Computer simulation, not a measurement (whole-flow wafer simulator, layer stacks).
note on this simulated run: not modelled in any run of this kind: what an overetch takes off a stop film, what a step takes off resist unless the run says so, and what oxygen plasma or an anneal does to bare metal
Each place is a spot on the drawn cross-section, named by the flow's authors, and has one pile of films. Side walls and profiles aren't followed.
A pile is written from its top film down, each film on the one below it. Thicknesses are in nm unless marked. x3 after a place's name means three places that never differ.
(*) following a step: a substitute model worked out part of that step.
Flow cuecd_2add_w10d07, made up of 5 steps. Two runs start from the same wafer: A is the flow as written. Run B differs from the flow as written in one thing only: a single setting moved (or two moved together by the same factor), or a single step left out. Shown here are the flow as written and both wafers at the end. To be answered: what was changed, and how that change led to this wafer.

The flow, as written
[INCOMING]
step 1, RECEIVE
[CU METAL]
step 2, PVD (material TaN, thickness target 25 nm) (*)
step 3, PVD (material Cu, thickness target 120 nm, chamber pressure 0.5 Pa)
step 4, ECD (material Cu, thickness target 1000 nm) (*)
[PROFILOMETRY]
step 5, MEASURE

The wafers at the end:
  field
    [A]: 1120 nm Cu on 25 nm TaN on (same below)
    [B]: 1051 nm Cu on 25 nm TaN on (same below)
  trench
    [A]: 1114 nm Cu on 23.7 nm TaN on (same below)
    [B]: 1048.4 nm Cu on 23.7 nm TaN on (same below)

The reason: step 3, PVD: thickness target 51 nm was run, while the flow as written has thickness target 120 nm.

How this came from the change, step by step:
  step 3, PVD (material Cu, thickness target 120 nm, chamber pressure 0.5 Pa)
      field: A +120 Cu (new film) | B +51 Cu (new film)
      trench: A +114 Cu (new film) | B +48.4 Cu (new film)
